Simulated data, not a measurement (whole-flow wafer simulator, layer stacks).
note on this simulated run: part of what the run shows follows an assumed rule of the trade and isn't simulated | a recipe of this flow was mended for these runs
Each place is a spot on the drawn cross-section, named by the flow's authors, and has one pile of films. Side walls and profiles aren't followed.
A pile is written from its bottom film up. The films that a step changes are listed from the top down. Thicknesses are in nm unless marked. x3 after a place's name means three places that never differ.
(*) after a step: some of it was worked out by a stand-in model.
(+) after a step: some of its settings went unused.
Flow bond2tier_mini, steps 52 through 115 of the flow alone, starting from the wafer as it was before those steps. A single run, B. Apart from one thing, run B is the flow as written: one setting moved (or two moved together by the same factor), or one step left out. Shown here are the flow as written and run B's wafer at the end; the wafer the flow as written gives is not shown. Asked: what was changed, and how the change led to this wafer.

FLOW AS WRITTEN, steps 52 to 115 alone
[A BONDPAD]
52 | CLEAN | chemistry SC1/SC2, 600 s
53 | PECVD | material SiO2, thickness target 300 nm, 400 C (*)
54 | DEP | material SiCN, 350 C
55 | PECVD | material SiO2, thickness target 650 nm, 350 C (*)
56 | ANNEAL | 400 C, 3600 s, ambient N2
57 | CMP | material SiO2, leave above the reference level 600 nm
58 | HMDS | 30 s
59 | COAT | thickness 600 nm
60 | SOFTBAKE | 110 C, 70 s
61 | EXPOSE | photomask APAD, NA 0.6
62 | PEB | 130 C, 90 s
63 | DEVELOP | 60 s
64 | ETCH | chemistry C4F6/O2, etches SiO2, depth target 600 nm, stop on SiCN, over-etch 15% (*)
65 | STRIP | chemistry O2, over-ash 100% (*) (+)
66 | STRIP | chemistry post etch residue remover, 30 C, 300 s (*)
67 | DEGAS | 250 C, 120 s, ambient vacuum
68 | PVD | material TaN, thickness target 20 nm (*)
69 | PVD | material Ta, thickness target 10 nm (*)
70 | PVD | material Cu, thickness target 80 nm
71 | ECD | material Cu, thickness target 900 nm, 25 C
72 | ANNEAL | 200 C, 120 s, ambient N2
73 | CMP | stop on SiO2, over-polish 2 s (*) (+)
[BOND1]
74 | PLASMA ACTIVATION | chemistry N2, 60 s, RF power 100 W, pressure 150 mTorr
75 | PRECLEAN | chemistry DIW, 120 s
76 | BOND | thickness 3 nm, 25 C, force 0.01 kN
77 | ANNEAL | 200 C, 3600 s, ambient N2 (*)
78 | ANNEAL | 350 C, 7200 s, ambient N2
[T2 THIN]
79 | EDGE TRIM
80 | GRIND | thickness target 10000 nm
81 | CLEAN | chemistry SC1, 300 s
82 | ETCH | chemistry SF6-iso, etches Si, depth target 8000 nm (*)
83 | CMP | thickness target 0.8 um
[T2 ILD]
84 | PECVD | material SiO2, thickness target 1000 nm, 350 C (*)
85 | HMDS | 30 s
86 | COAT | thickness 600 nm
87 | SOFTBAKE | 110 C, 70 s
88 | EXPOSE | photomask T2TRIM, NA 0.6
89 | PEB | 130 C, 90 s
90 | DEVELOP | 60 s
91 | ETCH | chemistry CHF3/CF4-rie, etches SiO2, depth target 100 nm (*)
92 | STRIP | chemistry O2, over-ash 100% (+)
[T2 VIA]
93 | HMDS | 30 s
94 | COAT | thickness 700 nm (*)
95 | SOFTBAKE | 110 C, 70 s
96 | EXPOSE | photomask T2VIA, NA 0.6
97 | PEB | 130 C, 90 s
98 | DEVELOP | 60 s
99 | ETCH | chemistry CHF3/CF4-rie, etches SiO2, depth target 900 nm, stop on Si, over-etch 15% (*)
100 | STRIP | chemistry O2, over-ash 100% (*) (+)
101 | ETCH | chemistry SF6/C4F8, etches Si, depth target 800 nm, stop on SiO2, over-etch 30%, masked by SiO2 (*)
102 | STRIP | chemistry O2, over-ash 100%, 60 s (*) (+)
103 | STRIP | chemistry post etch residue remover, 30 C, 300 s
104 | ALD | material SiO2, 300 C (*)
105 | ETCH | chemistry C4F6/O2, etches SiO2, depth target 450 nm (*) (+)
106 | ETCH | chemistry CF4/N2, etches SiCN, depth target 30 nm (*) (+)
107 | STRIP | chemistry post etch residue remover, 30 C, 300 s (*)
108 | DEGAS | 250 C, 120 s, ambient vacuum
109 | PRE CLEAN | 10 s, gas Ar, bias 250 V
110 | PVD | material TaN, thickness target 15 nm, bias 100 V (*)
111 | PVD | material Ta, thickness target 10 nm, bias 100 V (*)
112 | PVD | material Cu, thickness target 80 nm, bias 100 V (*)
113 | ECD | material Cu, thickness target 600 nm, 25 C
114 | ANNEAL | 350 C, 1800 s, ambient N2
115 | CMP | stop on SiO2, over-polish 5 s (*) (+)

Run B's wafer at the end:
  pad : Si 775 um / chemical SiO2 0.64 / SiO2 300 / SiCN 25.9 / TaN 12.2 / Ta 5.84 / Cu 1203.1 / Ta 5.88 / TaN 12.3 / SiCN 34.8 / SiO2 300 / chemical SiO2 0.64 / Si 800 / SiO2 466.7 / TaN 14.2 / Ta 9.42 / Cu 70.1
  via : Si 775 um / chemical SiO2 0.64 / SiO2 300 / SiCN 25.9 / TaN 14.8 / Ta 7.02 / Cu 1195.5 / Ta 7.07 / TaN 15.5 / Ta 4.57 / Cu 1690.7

What caused this: step 64, ETCH: over-etch 23.8% was run, whereas the flow has over-etch 15%.

Step by step, how the change led to this:
  64 | ETCH | chemistry C4F6/O2, etches SiO2, depth target 600 nm, stop on SiCN, over-etch 15% (*)
      pad, via: -600 SiO2 (all of it), -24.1 SiCN (as written it would have been: -600 SiO2 (all of it), -15.2 SiCN)
      field: -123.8 thick-KrF-resist (as written it would have been: -115 thick-KrF-resist)
